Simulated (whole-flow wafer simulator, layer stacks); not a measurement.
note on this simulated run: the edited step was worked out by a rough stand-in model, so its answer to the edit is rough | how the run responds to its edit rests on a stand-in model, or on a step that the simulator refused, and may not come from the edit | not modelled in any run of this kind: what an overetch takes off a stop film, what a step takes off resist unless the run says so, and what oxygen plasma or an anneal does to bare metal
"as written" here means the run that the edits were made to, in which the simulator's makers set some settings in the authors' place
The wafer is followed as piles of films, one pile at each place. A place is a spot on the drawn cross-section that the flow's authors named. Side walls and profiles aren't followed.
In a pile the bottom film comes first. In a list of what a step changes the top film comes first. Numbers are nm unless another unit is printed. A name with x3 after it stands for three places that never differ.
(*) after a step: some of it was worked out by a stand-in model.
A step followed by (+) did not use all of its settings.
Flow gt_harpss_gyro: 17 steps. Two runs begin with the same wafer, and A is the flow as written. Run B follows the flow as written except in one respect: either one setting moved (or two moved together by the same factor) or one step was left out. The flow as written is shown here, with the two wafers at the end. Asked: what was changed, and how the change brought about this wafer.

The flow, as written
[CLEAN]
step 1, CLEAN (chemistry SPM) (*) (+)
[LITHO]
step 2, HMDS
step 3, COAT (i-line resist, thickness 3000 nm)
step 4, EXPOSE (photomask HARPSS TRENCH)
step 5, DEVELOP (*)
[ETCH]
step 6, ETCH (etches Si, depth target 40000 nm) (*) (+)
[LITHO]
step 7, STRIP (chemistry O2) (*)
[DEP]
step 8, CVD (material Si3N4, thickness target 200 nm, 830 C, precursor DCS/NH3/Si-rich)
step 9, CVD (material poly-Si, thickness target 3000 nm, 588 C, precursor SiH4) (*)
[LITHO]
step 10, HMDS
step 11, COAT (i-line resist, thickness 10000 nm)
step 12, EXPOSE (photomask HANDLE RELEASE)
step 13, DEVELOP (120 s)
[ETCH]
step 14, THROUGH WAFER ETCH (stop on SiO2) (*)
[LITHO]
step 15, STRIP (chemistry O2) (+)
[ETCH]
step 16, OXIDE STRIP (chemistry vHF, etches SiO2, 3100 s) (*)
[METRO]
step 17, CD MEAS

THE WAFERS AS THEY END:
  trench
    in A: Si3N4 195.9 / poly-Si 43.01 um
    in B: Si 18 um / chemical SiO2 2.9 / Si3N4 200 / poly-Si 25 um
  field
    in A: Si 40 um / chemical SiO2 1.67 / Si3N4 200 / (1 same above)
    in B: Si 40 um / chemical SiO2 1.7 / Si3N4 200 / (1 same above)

The reason: step 6, ETCH: depth target 22000 nm was run, while the flow as written has depth target 40000 nm.

How this came from the change, step by step:
  step 6, ETCH (etches Si, depth target 40000 nm) (*) (+)
      trench: A chemical SiO2 loses 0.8 (all of it), Si loses 40 um (all of it) | B chemical SiO2 loses 0.8 (all of it), Si loses 22 um
      field: A i-line resist loses 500 | B i-line resist loses 275
  step 7, STRIP (chemistry O2) (*)
      trench: A nothing | B chemical SiO2 gains 2.9 (new film), Si loses 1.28
      field: A i-line resist loses 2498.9 (all of it), chemical SiO2 gains 0.87, Si loses 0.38 | B i-line resist loses 2723.9 (all of it), chemical SiO2 gains 0.9, Si loses 0.39
  step 8, CVD (material Si3N4, thickness target 200 nm, 830 C, precursor DCS/NH3/Si-rich)
      trench: A Si3N4 gains 195.9 (new film) | B Si3N4 gains 200 (new film)
  step 9, CVD (material poly-Si, thickness target 3000 nm, 588 C, precursor SiH4) (*)
      trench: A poly-Si gains 43.01 um (new film) | B poly-Si gains 25 um (new film)
